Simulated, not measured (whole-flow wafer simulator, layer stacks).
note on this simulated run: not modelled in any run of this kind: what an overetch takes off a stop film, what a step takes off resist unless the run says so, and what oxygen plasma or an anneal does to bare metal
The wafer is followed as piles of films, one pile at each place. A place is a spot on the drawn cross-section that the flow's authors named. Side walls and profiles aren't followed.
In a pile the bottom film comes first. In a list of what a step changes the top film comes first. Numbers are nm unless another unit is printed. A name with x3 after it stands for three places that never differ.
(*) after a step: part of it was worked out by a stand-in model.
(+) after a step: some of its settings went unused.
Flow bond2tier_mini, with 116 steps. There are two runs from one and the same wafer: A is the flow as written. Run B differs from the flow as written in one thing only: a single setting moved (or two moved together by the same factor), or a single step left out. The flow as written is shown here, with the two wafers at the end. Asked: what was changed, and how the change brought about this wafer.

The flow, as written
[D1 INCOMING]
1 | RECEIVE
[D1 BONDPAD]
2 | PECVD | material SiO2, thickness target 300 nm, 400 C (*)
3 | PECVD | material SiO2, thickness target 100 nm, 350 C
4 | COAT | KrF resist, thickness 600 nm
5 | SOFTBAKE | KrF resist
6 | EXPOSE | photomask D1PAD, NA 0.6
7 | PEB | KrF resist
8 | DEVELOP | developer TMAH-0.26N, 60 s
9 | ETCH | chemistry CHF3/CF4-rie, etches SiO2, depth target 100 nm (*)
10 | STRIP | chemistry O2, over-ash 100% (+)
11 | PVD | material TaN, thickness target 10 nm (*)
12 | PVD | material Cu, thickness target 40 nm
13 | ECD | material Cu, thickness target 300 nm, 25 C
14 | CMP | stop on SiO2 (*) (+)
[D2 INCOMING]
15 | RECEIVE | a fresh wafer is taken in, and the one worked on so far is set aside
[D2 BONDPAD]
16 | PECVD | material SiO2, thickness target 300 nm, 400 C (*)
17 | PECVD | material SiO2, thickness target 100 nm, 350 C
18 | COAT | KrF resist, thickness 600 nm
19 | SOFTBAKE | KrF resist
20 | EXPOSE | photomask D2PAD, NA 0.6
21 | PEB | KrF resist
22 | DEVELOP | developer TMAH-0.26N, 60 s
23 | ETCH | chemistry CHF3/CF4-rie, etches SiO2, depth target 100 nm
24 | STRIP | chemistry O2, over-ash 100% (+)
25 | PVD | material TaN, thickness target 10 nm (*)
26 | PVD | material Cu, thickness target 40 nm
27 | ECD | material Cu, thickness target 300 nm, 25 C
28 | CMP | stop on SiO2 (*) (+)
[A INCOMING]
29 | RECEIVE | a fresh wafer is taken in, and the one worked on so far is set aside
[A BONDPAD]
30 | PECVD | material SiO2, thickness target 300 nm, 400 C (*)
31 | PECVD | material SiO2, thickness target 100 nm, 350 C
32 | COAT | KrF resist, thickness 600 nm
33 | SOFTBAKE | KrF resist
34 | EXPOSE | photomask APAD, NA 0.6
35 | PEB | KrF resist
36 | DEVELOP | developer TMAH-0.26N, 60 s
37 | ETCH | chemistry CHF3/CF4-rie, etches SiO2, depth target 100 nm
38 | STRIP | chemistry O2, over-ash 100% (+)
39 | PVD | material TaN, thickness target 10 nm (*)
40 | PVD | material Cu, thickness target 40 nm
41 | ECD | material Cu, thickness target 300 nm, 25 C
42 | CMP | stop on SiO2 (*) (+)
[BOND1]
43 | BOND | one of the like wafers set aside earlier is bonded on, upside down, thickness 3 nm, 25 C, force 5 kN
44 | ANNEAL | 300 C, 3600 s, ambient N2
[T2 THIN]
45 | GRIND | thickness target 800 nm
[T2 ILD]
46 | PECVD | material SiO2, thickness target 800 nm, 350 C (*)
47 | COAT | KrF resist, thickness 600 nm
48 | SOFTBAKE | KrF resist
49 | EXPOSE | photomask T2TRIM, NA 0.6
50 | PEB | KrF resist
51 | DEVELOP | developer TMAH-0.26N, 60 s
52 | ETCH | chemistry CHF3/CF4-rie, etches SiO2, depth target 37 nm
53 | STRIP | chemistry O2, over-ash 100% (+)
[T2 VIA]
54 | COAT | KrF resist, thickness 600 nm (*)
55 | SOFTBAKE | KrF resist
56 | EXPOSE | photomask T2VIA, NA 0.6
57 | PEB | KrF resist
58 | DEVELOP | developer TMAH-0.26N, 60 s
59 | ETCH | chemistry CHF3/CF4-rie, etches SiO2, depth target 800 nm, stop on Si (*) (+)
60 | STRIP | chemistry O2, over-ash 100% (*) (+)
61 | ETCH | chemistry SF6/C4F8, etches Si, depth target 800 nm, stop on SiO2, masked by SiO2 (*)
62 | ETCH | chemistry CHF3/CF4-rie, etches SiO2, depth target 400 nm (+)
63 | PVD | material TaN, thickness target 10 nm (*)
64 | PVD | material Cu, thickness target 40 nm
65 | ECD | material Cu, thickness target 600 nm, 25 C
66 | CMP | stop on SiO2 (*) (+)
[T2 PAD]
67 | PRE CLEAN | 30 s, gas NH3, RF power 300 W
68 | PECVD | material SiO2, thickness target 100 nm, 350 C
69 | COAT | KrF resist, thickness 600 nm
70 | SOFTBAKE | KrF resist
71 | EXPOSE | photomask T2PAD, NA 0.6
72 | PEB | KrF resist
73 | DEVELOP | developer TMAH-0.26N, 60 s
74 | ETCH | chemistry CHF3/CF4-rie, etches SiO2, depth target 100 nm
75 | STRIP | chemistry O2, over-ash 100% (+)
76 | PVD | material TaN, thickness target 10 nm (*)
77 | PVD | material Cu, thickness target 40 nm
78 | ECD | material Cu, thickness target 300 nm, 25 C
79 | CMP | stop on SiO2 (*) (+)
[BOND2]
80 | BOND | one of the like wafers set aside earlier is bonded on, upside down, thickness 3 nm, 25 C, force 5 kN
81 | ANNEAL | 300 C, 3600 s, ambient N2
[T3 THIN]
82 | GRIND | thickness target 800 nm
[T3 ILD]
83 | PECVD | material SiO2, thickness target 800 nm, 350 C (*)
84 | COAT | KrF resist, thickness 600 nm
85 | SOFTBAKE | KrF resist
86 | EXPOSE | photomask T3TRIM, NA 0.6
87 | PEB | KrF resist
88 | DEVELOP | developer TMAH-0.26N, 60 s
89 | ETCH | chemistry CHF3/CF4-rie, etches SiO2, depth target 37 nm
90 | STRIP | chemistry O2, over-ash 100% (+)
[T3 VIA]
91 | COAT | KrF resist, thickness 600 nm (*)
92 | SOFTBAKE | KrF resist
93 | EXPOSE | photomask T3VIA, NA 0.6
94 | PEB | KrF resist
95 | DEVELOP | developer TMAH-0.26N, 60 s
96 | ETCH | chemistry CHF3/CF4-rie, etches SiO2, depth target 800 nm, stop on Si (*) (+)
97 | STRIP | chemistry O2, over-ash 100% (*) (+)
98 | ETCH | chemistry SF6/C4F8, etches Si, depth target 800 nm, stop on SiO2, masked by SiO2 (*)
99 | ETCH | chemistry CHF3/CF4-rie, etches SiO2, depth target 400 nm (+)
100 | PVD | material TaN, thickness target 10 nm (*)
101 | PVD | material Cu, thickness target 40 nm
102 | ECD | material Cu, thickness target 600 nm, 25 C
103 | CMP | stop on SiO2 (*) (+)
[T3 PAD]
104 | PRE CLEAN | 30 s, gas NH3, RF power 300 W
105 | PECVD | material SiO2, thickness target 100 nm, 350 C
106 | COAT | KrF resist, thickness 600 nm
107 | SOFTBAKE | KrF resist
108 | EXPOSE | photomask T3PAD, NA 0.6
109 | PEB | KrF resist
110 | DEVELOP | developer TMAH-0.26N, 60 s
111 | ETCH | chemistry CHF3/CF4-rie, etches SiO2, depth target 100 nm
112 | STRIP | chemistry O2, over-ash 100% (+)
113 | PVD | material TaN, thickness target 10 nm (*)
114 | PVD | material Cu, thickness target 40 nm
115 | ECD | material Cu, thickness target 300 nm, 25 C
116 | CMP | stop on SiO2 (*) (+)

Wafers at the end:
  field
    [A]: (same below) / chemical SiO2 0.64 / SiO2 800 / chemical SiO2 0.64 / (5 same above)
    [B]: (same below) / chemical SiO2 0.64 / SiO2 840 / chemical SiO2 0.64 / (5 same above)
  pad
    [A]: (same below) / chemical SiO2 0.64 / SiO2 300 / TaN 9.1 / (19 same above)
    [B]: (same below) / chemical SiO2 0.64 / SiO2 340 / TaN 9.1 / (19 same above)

Cause: step 31, PECVD: thickness target 140 nm was run, though the flow has thickness target 100 nm.

Step by step, how the change led to this:
  31 | PECVD | material SiO2, thickness target 100 nm, 350 C
      field, pad, via: A SiO2 gains 100 | B SiO2 gains 140
